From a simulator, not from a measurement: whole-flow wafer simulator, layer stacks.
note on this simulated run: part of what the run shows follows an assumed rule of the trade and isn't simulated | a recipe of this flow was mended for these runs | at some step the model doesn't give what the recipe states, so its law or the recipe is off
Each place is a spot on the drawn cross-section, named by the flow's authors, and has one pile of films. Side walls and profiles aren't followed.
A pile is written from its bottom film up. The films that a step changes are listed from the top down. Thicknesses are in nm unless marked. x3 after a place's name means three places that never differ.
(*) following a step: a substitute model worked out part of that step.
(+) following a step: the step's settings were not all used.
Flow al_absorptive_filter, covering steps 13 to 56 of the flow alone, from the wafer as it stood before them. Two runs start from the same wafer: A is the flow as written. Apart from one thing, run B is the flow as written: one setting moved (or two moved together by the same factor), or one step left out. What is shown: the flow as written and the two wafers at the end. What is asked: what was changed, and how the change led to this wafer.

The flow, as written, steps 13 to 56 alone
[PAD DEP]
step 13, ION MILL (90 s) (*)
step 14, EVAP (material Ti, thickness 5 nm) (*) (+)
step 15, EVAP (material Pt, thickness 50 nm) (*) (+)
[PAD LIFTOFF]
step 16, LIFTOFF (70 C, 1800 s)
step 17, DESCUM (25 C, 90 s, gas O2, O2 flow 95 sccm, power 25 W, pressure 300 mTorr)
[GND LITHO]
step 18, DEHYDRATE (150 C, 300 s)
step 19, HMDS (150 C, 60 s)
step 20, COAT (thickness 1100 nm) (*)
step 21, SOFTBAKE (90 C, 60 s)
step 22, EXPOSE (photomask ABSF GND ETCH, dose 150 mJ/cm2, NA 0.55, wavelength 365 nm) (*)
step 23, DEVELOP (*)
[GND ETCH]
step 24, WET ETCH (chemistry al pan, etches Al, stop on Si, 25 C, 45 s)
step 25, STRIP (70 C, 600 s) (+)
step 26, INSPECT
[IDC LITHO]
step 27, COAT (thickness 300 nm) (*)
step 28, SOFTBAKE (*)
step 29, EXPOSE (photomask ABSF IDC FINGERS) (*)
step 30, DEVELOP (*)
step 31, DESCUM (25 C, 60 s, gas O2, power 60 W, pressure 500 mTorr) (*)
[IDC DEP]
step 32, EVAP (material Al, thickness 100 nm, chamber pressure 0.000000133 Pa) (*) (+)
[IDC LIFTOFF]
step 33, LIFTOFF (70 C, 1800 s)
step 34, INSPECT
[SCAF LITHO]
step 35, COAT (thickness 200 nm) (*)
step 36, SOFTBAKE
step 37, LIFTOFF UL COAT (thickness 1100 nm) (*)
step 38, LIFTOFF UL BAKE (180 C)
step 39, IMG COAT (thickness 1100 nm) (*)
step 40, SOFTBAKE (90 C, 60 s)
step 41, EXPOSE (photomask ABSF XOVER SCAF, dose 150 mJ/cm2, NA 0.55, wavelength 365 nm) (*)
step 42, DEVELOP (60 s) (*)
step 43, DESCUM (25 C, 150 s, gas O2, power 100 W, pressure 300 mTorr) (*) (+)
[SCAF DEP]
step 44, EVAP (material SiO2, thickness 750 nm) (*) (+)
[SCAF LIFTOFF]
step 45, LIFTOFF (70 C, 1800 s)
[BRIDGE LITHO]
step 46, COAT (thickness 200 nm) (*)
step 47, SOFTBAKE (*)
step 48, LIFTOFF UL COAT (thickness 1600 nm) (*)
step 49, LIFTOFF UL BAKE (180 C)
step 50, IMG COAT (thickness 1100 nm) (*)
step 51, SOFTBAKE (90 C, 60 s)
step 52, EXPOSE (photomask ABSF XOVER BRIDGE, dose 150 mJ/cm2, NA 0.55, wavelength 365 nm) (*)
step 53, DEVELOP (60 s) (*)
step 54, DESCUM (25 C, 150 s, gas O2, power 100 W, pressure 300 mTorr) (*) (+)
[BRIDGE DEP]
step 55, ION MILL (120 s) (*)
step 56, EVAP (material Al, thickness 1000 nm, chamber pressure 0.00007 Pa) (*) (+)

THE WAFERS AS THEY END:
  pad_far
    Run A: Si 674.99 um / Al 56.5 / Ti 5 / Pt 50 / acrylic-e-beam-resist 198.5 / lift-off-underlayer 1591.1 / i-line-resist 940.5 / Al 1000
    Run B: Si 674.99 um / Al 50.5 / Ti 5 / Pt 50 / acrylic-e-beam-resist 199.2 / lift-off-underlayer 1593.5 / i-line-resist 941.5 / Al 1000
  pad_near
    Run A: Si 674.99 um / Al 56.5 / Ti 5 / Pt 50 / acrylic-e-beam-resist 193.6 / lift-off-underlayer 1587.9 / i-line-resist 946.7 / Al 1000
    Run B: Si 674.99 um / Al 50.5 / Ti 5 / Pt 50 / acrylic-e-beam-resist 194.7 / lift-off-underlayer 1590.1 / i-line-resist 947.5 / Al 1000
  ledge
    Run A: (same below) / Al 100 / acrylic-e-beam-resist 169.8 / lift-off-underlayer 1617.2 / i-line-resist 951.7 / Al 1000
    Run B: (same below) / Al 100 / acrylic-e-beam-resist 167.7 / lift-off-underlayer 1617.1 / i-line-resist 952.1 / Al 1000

The reason: step 13, ION MILL: 108 s was run, whereas the flow has 90 s.

How this came from the change, step by step:
  step 13, ION MILL (90 s) (*)
      gnd, ledge, res and 9 more: A i-line-resist loses 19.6 | B i-line-resist loses 23.6
      pad_far, pad_near: A Al loses 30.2 | B Al loses 36.2
